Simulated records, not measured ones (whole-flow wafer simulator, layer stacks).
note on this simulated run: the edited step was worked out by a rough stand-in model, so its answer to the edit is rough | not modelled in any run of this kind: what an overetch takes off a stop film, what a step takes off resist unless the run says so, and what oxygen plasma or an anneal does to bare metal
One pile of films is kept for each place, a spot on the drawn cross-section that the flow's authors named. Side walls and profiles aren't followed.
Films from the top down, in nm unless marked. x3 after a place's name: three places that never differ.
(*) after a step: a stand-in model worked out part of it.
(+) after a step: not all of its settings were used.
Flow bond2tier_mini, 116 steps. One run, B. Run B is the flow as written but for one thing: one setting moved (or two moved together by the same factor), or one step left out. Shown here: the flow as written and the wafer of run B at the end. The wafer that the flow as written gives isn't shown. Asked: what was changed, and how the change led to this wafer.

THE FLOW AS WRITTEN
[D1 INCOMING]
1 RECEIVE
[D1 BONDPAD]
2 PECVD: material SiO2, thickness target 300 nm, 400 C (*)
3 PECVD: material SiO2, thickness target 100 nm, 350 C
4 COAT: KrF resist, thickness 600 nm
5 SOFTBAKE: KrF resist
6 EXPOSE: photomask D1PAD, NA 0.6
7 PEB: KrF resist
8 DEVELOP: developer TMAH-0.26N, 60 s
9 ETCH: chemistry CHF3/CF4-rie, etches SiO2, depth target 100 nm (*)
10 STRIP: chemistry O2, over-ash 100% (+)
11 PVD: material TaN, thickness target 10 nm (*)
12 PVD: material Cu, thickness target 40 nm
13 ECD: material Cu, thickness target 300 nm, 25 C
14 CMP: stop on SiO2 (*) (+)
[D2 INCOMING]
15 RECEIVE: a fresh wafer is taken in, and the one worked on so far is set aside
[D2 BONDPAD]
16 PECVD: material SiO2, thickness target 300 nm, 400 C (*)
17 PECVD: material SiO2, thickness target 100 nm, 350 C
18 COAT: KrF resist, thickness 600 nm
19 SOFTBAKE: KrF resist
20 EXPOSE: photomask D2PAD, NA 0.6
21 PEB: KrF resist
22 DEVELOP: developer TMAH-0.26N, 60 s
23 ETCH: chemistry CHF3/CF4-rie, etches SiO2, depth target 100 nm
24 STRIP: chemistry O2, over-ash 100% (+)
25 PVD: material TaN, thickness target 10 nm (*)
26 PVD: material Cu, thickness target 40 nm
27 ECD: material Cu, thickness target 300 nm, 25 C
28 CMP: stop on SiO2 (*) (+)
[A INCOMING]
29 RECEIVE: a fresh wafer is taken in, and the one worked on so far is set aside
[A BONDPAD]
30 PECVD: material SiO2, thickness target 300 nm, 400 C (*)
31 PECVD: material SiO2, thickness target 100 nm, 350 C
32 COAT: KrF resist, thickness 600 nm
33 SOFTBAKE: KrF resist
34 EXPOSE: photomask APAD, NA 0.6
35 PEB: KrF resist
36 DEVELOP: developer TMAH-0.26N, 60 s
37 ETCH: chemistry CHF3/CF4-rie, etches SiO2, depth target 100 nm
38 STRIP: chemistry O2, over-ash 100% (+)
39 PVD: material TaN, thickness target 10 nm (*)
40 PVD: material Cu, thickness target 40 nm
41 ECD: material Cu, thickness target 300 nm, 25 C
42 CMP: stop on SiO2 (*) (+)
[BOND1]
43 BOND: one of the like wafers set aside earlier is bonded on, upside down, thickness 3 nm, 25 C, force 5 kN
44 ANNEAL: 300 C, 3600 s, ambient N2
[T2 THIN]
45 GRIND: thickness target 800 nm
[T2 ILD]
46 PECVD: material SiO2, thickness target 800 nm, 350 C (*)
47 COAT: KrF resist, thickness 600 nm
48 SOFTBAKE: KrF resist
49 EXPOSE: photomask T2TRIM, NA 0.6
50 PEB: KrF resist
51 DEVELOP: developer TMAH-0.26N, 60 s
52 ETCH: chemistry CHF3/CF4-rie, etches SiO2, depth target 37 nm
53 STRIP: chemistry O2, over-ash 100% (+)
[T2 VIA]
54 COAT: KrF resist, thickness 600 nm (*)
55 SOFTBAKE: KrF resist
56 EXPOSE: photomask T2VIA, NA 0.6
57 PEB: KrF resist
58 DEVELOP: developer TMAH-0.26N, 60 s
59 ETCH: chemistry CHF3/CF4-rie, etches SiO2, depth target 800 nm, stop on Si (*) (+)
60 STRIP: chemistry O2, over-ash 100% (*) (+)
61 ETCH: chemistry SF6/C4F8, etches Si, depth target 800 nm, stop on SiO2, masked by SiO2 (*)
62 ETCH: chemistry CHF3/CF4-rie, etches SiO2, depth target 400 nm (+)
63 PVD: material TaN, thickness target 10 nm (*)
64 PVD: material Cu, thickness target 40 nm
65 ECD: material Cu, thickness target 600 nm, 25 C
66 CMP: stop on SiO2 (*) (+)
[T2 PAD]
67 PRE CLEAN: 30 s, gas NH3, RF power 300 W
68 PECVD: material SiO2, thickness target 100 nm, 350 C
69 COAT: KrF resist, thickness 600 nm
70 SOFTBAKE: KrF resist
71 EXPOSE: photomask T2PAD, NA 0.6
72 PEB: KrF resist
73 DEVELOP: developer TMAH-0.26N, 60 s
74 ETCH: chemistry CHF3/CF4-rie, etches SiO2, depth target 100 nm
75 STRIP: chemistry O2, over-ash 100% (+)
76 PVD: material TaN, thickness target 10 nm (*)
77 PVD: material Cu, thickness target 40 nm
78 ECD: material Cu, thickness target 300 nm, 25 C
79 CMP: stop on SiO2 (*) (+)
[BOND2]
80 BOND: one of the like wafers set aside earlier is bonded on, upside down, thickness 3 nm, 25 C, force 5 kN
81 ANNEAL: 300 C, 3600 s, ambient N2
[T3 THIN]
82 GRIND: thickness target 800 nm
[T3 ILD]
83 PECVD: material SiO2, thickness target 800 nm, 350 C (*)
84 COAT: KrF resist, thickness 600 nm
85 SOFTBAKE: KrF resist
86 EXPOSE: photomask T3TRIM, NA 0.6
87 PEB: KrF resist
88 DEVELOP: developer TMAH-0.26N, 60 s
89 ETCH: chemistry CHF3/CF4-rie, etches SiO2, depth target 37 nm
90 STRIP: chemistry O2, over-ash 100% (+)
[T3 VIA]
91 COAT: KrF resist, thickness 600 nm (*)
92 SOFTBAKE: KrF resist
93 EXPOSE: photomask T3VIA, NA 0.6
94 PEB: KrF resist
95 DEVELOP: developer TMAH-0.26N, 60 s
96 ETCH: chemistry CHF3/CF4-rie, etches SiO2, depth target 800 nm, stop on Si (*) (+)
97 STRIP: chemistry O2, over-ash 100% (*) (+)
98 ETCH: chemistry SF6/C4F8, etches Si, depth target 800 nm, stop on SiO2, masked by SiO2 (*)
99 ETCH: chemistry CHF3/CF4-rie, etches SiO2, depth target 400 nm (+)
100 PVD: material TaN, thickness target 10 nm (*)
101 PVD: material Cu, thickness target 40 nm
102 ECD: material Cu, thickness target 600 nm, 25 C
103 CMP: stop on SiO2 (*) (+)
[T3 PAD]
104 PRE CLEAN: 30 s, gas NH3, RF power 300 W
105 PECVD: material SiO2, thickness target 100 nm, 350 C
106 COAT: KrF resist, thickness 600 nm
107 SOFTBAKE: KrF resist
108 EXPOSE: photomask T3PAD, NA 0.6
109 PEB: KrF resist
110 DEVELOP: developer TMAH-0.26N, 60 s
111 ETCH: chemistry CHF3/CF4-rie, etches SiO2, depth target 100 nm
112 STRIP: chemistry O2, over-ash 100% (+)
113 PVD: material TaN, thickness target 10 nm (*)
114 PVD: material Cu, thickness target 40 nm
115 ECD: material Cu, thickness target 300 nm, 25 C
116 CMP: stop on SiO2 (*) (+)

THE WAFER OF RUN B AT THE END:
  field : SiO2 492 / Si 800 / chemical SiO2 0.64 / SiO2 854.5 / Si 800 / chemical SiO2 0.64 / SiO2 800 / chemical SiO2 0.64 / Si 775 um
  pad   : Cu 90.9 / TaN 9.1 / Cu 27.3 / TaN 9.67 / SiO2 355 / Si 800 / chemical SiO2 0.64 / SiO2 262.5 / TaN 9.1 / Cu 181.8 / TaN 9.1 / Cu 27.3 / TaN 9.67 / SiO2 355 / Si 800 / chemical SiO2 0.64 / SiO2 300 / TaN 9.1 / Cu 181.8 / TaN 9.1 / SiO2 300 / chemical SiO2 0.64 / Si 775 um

The cause: step 16, PECVD: thickness target 262.5 nm was run, where the flow has thickness target 300 nm.
It can be read off the wafer: pad has SiO2 262.5, and step 16 as written asks for 300 nm.

How the change led to this, step by step:
  16 PECVD: material SiO2, thickness target 300 nm, 400 C (*)
      field, pad, via: SiO2 +262.5 (new film) (as written it would be: SiO2 +300 (new film))
  80 BOND: one of the like wafers set aside earlier is bonded on, upside down, thickness 3 nm, 25 C, force 5 kN
      field: Si +775 um (new film), chemical SiO2 +0.64 (new film), SiO2 +362.5 (as written it would be: Si +775 um (new film), chemical SiO2 +0.64 (new film), SiO2 +400)
      pad: Si +775 um (new film), chemical SiO2 +0.64 (new film), SiO2 +262.5 (new film), TaN +9.1 (new film), Cu +90.9 (as written it would be: Si +775 um (new film), chemical SiO2 +0.64 (new film), SiO2 +300 (new film), TaN +9.1 (new film), Cu +90.9)
